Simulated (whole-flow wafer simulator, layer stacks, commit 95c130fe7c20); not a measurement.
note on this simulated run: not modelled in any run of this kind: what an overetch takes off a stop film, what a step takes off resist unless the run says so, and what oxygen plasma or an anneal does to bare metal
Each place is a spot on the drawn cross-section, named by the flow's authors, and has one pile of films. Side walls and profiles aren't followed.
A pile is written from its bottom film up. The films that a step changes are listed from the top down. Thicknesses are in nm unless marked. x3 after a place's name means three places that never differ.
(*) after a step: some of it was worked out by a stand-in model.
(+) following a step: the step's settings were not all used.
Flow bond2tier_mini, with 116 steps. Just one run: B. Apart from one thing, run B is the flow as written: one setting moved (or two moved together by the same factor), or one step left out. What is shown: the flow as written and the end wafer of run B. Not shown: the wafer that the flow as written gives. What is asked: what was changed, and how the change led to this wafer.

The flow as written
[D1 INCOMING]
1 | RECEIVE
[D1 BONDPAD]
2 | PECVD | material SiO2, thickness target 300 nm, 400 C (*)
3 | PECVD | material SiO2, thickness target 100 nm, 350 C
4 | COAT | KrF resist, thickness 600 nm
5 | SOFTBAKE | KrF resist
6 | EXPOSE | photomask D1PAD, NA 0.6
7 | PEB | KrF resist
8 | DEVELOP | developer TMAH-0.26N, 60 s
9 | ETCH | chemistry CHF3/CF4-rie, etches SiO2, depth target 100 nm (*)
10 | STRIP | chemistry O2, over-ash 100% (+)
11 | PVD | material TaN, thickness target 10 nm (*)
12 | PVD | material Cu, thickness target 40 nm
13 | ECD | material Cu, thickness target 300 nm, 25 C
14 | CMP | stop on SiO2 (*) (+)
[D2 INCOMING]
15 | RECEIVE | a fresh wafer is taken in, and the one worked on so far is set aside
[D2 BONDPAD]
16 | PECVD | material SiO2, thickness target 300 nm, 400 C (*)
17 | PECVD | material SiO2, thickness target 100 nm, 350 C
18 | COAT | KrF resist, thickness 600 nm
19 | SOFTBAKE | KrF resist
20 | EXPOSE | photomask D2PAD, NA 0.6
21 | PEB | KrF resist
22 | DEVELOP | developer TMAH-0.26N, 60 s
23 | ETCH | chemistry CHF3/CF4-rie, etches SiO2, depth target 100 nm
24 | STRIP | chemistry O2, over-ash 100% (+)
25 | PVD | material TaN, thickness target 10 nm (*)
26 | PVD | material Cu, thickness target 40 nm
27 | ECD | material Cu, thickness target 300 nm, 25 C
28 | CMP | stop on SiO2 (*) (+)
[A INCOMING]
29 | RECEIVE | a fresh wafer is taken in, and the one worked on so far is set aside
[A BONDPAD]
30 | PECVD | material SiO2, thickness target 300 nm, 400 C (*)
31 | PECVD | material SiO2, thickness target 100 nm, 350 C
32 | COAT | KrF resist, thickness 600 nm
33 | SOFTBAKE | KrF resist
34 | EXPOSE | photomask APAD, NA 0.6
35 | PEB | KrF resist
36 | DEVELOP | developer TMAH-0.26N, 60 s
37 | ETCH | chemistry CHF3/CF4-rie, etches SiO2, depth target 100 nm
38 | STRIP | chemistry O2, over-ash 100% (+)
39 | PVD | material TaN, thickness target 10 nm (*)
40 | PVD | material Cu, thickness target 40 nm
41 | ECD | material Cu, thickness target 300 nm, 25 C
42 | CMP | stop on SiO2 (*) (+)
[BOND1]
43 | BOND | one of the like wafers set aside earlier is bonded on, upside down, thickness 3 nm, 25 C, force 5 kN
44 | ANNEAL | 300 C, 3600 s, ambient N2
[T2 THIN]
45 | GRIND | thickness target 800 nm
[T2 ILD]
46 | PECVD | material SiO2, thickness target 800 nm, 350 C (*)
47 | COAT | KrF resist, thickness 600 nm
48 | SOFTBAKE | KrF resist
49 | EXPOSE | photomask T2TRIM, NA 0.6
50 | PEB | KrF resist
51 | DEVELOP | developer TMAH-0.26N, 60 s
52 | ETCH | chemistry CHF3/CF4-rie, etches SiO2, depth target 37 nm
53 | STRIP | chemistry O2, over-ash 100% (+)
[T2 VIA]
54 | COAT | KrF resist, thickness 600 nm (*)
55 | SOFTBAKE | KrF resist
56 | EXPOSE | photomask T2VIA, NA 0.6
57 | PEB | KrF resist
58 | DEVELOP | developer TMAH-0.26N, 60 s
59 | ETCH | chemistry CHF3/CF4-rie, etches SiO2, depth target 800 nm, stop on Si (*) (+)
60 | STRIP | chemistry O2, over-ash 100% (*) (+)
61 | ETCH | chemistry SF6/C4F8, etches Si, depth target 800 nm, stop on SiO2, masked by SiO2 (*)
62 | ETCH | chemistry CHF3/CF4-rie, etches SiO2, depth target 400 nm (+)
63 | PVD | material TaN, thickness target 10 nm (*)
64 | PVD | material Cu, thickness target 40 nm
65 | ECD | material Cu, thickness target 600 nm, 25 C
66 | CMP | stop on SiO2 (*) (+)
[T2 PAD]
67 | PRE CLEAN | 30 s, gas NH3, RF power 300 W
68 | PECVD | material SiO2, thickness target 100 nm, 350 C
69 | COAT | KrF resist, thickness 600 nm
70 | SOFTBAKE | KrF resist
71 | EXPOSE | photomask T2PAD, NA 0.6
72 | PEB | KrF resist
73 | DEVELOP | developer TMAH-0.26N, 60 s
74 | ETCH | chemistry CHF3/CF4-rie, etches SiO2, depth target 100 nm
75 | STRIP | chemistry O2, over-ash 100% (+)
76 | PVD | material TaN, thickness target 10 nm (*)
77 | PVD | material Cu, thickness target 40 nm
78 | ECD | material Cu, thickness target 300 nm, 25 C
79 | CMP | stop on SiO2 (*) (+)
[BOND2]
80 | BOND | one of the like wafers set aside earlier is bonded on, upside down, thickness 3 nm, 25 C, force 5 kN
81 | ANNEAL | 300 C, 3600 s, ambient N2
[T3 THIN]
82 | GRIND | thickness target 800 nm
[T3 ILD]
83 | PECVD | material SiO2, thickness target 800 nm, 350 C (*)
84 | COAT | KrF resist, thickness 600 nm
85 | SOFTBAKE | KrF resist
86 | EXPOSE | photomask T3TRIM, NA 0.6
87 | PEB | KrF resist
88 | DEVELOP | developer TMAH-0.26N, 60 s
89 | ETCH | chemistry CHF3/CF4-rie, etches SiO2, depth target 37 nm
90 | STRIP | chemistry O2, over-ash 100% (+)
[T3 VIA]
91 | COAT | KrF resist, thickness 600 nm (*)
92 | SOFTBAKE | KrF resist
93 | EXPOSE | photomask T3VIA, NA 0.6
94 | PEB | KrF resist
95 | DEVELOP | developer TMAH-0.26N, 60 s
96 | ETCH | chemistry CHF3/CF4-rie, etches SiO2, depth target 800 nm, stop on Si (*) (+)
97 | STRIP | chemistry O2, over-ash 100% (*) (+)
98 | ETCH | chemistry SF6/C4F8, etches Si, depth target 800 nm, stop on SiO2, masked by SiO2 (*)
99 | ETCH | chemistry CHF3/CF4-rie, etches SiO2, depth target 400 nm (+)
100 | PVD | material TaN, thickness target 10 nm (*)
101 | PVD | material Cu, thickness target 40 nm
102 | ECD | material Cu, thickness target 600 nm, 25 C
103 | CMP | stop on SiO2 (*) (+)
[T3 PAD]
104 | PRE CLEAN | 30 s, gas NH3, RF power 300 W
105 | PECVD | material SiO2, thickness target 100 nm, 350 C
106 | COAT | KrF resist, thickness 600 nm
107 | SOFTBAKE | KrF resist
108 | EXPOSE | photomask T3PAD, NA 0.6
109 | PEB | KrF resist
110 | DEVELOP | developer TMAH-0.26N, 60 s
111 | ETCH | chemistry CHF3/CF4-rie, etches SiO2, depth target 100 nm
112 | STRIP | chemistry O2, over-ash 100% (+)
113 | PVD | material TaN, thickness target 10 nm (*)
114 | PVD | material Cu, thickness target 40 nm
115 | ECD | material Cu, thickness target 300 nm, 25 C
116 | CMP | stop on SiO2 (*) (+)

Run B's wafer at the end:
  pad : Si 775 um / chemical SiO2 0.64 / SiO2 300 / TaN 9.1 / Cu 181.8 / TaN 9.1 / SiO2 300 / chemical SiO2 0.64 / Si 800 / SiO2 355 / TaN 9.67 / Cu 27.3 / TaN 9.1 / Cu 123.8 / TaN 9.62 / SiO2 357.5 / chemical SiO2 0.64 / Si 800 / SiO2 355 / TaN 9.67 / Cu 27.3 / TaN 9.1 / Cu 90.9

Cause: step 23, ETCH: depth target 42.5 nm was run, though the flow has depth target 100 nm.

How this came from the change, step by step:
  23 | ETCH | chemistry CHF3/CF4-rie, etches SiO2, depth target 100 nm
      pad, via: SiO2 loses 42.5 (in the flow as written it would be: SiO2 loses 100)
      field: KrF resist loses 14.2 (in the flow as written it would be: KrF resist loses 33.3)
  24 | STRIP | chemistry O2, over-ash 100% (+)
      field: KrF resist loses 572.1 (all of it) (in the flow as written it would be: KrF resist loses 552.9 (all of it))
  25 | PVD | material TaN, thickness target 10 nm (*)
      pad: TaN gains 9.62 (new film) (in the flow as written it would be: TaN gains 9.1 (new film))
  26 | PVD | material Cu, thickness target 40 nm
      pad: Cu gains 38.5 (new film) (in the flow as written it would be: Cu gains 36.4 (new film))
  27 | ECD | material Cu, thickness target 300 nm, 25 C
      pad: Cu gains 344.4 (in the flow as written it would be: Cu gains 404.5)
      via: Cu gains 342.5 (in the flow as written it would be: Cu gains 400.2)
  80 | BOND | one of the like wafers set aside earlier is bonded on, upside down, thickness 3 nm, 25 C, force 5 kN
      pad: Si gains 775 um (new film), chemical SiO2 gains 0.64 (new film), SiO2 gains 357.5 (new film), TaN gains 9.62 (new film), Cu gains 32.9 (in the flow as written it would be: Si gains 775 um (new film), chemical SiO2 gains 0.64 (new film), SiO2 gains 300 (new film), TaN gains 9.1 (new film), Cu gains 90.9)
